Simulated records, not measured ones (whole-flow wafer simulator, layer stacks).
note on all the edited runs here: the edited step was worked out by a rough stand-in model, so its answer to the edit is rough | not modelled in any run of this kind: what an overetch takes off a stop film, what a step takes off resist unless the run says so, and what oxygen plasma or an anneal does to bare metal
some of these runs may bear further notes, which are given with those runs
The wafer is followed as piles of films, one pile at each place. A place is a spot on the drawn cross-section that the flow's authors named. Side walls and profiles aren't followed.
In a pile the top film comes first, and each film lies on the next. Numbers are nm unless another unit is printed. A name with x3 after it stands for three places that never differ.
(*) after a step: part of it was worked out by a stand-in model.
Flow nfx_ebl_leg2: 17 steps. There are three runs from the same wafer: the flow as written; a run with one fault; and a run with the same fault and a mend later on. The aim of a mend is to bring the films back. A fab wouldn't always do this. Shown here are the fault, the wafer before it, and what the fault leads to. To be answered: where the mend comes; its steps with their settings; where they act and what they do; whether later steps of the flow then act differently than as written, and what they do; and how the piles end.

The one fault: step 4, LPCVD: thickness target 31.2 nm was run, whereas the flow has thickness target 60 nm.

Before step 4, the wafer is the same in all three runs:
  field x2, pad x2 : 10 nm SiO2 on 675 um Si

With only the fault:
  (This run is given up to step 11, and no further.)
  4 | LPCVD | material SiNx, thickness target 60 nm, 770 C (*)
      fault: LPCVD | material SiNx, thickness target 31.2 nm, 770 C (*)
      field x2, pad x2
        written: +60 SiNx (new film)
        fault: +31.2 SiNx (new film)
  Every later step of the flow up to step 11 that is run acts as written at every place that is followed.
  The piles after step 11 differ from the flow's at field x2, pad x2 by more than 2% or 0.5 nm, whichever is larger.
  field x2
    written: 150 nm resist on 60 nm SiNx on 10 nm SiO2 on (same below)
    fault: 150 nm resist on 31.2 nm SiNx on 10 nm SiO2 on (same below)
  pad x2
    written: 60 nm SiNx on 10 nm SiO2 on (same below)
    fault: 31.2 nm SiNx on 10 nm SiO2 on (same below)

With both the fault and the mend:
  After step 11 comes the mend.
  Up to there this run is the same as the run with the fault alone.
  11a | STRIP | resist, chemistry O2, 25 C (*)
      field x2
        -150 resist (all of it)
  11b | CLEAN | chemistry SC1/SC2 (*) (the flow's step 2, run once more)
      leaves every film unchanged at each place that is followed
  11c | LPCVD | material SiNx, thickness target 28.8 nm, 770 C (*) (the flow's step 4, run once more with other settings)
      field x2, pad x2
        +28.8 SiNx
  11d | DEHYDRATE | 180 C, 120 s (the flow's step 6, run once more)
      leaves every film unchanged at each place that is followed
  11e | COAT | resist, thickness 150 nm (the flow's step 7, run once more)
      field x2, pad x2
        +150 resist (new film)
  11f | SOFTBAKE | resist, 150 C, 60 s (the flow's step 8, run once more)
      leaves every film unchanged at each place that is followed
  11g | EXPOSE | PMMA, thickness 150 nm, photomask GRATING (*) (the flow's step 9, run once more)
      leaves every film unchanged at each place that is followed
  11h | DEVELOP | resist, thickness 150 nm, developer developer-C-546, 60 s (*) (the flow's step 10, run once more)
      pad x2
        -150 resist (all of it)
  Every later step of the flow that is run acts as written at every place that is followed.
  The piles end the same as the flow's at every place that both follow.
